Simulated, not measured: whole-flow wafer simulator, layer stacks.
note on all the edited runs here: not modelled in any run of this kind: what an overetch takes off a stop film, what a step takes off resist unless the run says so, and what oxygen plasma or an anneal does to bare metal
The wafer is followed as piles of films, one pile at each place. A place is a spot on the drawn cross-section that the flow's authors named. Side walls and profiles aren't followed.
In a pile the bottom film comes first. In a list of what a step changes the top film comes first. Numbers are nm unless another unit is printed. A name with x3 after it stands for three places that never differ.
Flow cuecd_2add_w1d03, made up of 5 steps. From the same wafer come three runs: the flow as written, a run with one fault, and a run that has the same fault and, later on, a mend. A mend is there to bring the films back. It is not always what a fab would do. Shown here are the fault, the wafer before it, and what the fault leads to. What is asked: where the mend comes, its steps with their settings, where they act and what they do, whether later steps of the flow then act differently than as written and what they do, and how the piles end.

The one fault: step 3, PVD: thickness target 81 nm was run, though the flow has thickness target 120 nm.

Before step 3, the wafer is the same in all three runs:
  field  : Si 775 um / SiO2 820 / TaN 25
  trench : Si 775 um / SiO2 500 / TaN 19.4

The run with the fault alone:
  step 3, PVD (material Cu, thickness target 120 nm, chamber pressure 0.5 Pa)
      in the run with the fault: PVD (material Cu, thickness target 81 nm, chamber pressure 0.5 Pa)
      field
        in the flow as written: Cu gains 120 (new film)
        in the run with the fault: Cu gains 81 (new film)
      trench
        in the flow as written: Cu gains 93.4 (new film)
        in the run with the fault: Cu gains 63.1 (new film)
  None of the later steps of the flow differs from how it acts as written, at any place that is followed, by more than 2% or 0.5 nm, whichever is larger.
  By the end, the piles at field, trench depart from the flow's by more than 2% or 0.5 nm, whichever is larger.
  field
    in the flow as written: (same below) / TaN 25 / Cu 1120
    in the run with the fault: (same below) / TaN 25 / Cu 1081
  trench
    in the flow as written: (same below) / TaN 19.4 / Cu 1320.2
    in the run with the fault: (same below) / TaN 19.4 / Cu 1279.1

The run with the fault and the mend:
  After step 3 comes the mend.
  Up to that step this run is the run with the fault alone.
  step 3a, PVD (material Cu, thickness target 39 nm, chamber pressure 0.5 Pa) (a further turn of the flow's step 3, with different settings)
      field
        Cu gains 39
      trench
        Cu gains 29.4
  None of the later steps of the flow differs from how it acts as written, at any place that is followed, by more than 2% or 0.5 nm, whichever is larger.
  By the end, the piles equal the flow's at every place that both follow.
